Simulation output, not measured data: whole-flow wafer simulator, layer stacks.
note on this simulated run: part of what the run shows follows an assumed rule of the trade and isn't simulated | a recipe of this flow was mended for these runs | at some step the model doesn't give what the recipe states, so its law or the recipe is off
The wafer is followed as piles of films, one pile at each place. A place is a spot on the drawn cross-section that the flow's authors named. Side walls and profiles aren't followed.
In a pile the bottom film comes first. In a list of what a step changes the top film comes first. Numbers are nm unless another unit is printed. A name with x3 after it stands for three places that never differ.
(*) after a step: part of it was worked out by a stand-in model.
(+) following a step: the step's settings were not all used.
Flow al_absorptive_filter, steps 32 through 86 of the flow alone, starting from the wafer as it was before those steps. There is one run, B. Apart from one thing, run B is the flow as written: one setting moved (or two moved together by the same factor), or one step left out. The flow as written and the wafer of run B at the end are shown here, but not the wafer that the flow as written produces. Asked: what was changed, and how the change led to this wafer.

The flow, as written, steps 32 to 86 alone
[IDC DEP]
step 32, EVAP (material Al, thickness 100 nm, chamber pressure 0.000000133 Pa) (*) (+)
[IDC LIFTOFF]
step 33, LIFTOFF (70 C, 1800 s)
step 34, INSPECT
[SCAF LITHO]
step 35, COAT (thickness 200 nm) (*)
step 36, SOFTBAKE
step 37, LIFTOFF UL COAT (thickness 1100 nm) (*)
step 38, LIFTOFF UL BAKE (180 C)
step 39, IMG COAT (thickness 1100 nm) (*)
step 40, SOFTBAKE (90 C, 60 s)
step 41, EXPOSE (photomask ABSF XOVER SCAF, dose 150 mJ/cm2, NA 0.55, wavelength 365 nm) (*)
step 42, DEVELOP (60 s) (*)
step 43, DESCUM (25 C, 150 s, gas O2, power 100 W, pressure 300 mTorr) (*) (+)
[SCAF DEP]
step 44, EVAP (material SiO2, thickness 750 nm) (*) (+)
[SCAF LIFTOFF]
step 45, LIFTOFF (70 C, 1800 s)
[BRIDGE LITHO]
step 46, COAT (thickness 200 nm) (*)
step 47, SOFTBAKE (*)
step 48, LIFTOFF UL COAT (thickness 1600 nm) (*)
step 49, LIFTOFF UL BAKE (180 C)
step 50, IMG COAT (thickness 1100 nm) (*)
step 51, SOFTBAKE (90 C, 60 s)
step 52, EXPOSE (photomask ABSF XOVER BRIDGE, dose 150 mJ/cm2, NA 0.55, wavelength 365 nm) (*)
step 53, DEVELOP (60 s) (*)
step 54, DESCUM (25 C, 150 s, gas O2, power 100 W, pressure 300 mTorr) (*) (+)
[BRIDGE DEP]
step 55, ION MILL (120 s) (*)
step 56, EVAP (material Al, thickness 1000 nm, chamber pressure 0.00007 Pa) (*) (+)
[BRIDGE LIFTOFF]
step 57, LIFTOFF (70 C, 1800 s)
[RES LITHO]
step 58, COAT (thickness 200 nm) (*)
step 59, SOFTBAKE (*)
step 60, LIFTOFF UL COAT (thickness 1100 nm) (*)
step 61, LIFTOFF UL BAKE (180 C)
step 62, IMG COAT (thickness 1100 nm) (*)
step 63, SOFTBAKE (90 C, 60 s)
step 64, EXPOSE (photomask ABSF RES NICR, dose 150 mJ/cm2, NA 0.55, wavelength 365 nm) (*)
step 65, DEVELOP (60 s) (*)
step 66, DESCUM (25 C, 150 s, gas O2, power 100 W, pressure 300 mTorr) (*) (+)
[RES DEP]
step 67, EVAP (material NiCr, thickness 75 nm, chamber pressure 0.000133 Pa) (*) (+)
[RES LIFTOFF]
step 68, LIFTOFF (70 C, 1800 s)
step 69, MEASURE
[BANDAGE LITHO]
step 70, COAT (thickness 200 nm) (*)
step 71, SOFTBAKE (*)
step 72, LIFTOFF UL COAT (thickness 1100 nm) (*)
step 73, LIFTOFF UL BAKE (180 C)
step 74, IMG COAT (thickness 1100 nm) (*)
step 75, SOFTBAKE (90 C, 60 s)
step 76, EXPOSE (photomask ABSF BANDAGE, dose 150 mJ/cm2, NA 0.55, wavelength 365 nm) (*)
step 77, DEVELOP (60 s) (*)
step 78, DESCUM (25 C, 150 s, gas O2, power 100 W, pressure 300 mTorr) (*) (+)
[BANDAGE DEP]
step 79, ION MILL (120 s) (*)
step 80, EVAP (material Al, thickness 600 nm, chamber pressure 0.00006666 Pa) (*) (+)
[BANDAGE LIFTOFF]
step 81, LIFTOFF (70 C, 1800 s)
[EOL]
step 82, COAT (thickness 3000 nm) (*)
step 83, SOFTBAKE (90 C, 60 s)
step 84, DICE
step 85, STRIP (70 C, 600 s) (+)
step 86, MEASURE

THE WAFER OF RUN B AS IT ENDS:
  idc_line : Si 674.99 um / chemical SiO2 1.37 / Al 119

The reason: step 32, EVAP: thickness 124.4 nm was run, whereas the flow has thickness 100 nm.

How this came from the change, step by step:
  step 32, EVAP (material Al, thickness 100 nm, chamber pressure 0.000000133 Pa) (*) (+)
      gnd, pad_far, pad_near and 10 more: +124.4 Al (new film) (as written it would have been: +100 Al (new film))
      idc_line: +119 Al (new film) (as written it would have been: +100 Al (new film))
  step 33, LIFTOFF (70 C, 1800 s)
      gnd, xa_field, xa_margin, xa_strip, xl_land, idc_field, idc_space: -124.4 Al (all of it), -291 e-beam-resist (all of it) (as written it would have been: -100 Al (all of it), -291 e-beam-resist (all of it))
      pad_far: -124.4 Al (all of it), -287 e-beam-resist (all of it) (as written it would have been: -100 Al (all of it), -287 e-beam-resist (all of it))
      (also at 5 further places)
  step 35, COAT (thickness 200 nm) (*)
      idc_line: +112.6 acrylic-e-beam-resist (new film) (as written it would have been: +125.3 acrylic-e-beam-resist (new film))
      idc_space: +235.3 acrylic-e-beam-resist (new film) (as written it would have been: +228.2 acrylic-e-beam-resist (new film))
  step 45, LIFTOFF (70 C, 1800 s)
      idc_line: -750 SiO2 (all of it), -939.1 i-line-resist (all of it), -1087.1 lift-off-underlayer (all of it), -112.6 acrylic-e-beam-resist (all of it) (as written it would have been: -750 SiO2 (all of it), -939.2 i-line-resist (all of it), -1090 lift-off-underlayer (all of it), -125.3 acrylic-e-beam-resist (all of it))
      idc_space: -750 SiO2 (all of it), -939.1 i-line-resist (all of it), -1084.2 lift-off-underlayer (all of it), -235.3 acrylic-e-beam-resist (all of it) (as written it would have been: -750 SiO2 (all of it), -939.1 i-line-resist (all of it), -1087.8 lift-off-underlayer (all of it), -228.2 acrylic-e-beam-resist (all of it))
  step 46, COAT (thickness 200 nm) (*)
      idc_line: +118.3 acrylic-e-beam-resist (new film) (as written it would have been: +129.8 acrylic-e-beam-resist (new film))
      idc_space: +237 acrylic-e-beam-resist (new film) (as written it would have been: +229.8 acrylic-e-beam-resist (new film))
  step 57, LIFTOFF (70 C, 1800 s)
      idc_line: -1000 Al (all of it), -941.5 i-line-resist (all of it), -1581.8 lift-off-underlayer (all of it), -118.3 acrylic-e-beam-resist (all of it) (as written it would have been: -1000 Al (all of it), -941.5 i-line-resist (all of it), -1586.1 lift-off-underlayer (all of it), -129.8 acrylic-e-beam-resist (all of it))
      idc_space: -1000 Al (all of it), -941.5 i-line-resist (all of it), -1582.9 lift-off-underlayer (all of it), -237 acrylic-e-beam-resist (all of it) (as written it would have been: -1000 Al (all of it), -941.5 i-line-resist (all of it), -1586.9 lift-off-underlayer (all of it), -229.8 acrylic-e-beam-resist (all of it))
  step 58, COAT (thickness 200 nm) (*)
      idc_line: +118.3 acrylic-e-beam-resist (new film) (as written it would have been: +129.8 acrylic-e-beam-resist (new film))
      idc_space: +237 acrylic-e-beam-resist (new film) (as written it would have been: +229.8 acrylic-e-beam-resist (new film))
  step 68, LIFTOFF (70 C, 1800 s)
      idc_line: -75 NiCr (all of it), -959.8 i-line-resist (all of it), -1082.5 lift-off-underlayer (all of it), -118.3 acrylic-e-beam-resist (all of it) (as written it would have been: -75 NiCr (all of it), -959.8 i-line-resist (all of it), -1086.6 lift-off-underlayer (all of it), -129.8 acrylic-e-beam-resist (all of it))
      idc_space: -75 NiCr (all of it), -959.7 i-line-resist (all of it), -1083.6 lift-off-underlayer (all of it), -237 acrylic-e-beam-resist (all of it) (as written it would have been: -75 NiCr (all of it), -959.8 i-line-resist (all of it), -1087.4 lift-off-underlayer (all of it), -229.8 acrylic-e-beam-resist (all of it))
  step 70, COAT (thickness 200 nm) (*)
      idc_line: +118.3 acrylic-e-beam-resist (new film) (as written it would have been: +129.8 acrylic-e-beam-resist (new film))
      idc_space: +237 acrylic-e-beam-resist (new film) (as written it would have been: +229.8 acrylic-e-beam-resist (new film))
  step 81, LIFTOFF (70 C, 1800 s)
      idc_line: -600 Al (all of it), -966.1 i-line-resist (all of it), -1082.5 lift-off-underlayer (all of it), -118.3 acrylic-e-beam-resist (all of it) (as written it would have been: -600 Al (all of it), -966.1 i-line-resist (all of it), -1086.6 lift-off-underlayer (all of it), -129.8 acrylic-e-beam-resist (all of it))
      idc_space: -600 Al (all of it), -966 i-line-resist (all of it), -1083.6 lift-off-underlayer (all of it), -237 acrylic-e-beam-resist (all of it) (as written it would have been: -600 Al (all of it), -966.1 i-line-resist (all of it), -1087.4 lift-off-underlayer (all of it), -229.8 acrylic-e-beam-resist (all of it))
